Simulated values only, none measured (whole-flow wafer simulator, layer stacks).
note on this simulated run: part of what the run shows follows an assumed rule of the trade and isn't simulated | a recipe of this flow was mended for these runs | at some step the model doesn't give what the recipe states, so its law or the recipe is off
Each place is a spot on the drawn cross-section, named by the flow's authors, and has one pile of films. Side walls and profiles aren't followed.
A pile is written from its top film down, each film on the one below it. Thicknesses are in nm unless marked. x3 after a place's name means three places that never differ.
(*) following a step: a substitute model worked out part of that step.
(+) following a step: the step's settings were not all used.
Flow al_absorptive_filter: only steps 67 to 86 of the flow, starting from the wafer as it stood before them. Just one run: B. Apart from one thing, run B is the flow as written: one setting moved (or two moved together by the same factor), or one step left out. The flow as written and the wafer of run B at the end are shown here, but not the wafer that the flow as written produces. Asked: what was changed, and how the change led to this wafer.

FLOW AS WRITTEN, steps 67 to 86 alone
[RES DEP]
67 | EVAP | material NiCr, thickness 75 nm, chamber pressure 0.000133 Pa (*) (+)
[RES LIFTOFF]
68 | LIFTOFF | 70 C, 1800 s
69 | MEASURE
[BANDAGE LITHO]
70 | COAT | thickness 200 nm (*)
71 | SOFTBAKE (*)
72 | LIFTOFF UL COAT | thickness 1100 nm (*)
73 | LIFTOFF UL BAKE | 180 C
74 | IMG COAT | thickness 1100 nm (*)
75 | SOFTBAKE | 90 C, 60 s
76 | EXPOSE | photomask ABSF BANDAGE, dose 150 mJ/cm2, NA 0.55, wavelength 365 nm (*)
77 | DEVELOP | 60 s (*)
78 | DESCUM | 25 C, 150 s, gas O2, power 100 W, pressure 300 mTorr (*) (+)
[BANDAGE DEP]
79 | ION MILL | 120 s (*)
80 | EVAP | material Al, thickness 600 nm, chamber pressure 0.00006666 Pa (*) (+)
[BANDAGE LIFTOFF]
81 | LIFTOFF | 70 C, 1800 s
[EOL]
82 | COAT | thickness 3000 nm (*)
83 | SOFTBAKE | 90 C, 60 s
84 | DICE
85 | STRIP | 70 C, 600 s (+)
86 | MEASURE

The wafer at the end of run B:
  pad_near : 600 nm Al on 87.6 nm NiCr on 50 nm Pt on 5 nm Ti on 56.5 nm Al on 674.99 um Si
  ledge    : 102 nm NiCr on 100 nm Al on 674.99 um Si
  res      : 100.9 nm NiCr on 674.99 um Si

What caused this: step 67, EVAP: thickness 102 nm was run, whereas the flow has thickness 75 nm.
One can read it off the wafer: ledge has NiCr 102, and step 67 as written asks for 75 nm.

The path from the change to this, step by step:
  67 | EVAP | material NiCr, thickness 75 nm, chamber pressure 0.000133 Pa (*) (+)
      gnd, pad_far, ledge and 9 more: +102 NiCr (new film) (as written it would have been: +75 NiCr (new film))
      pad_near, res: +100.9 NiCr (new film) (as written it would have been: +74.2 NiCr (new film))
  68 | LIFTOFF | 70 C, 1800 s
      xa_field, xl_land, idc_field: -102 NiCr (all of it), -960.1 i-line-resist (all of it), -1100 lift-off-underlayer (all of it), -200 acrylic-e-beam-resist (all of it) (as written it would have been: -75 NiCr (all of it), -960.1 i-line-resist (all of it), -1100 lift-off-underlayer (all of it), -200 acrylic-e-beam-resist (all of it))
      gnd: -102 NiCr (all of it), -959.5 i-line-resist (all of it), -1100.9 lift-off-underlayer (all of it), -200.6 acrylic-e-beam-resist (all of it) (as written it would have been: -75 NiCr (all of it), -959.5 i-line-resist (all of it), -1100.9 lift-off-underlayer (all of it), -200.6 acrylic-e-beam-resist (all of it))
      (also at 7 further places)
  70 | COAT | thickness 200 nm (*)
      res: +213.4 acrylic-e-beam-resist (new film) (as written it would have been: +218.1 acrylic-e-beam-resist (new film))
  81 | LIFTOFF | 70 C, 1800 s
      res: -600 Al (all of it), -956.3 i-line-resist (all of it), -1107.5 lift-off-underlayer (all of it), -213.4 acrylic-e-beam-resist (all of it) (as written it would have been: -600 Al (all of it), -964.1 i-line-resist (all of it), -1118.2 lift-off-underlayer (all of it), -218.1 acrylic-e-beam-resist (all of it))
  83 | SOFTBAKE | 90 C, 60 s
      gnd: +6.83 i-line-resist (as written it would have been: +6.13 i-line-resist)
      pad_near: -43 i-line-resist (as written it would have been: -41.1 i-line-resist)
      (also at 2 further places)
